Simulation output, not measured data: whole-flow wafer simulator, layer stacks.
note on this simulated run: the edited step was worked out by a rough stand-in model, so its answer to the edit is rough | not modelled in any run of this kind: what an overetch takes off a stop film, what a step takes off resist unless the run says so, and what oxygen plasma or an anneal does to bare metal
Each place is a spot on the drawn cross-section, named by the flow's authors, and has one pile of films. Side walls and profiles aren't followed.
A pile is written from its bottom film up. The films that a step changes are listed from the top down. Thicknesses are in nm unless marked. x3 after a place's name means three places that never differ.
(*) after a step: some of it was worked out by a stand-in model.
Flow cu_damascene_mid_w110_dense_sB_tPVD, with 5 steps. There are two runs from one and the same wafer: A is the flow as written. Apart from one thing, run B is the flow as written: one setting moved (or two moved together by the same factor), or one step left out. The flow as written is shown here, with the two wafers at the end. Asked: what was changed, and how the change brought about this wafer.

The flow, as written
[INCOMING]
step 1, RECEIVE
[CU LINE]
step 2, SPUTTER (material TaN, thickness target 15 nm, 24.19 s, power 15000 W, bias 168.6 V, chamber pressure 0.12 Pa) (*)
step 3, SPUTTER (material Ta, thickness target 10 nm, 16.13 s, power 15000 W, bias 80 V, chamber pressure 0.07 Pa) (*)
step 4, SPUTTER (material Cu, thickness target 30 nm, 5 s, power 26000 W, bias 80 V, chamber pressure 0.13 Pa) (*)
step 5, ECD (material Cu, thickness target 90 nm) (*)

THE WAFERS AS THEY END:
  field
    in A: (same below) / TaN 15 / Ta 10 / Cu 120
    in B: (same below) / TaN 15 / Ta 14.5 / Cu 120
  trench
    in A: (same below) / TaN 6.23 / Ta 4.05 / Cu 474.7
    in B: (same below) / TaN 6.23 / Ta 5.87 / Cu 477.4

Cause: step 3, SPUTTER: 23.39 s was run, though the flow has 16.13 s.

Step by step, how the change led to this:
  step 3, SPUTTER (material Ta, thickness target 10 nm, 16.13 s, power 15000 W, bias 80 V, chamber pressure 0.07 Pa) (*)
      field: A Ta gains 10 (new film) | B Ta gains 14.5 (new film)
      trench: A Ta gains 4.05 (new film) | B Ta gains 5.87 (new film)
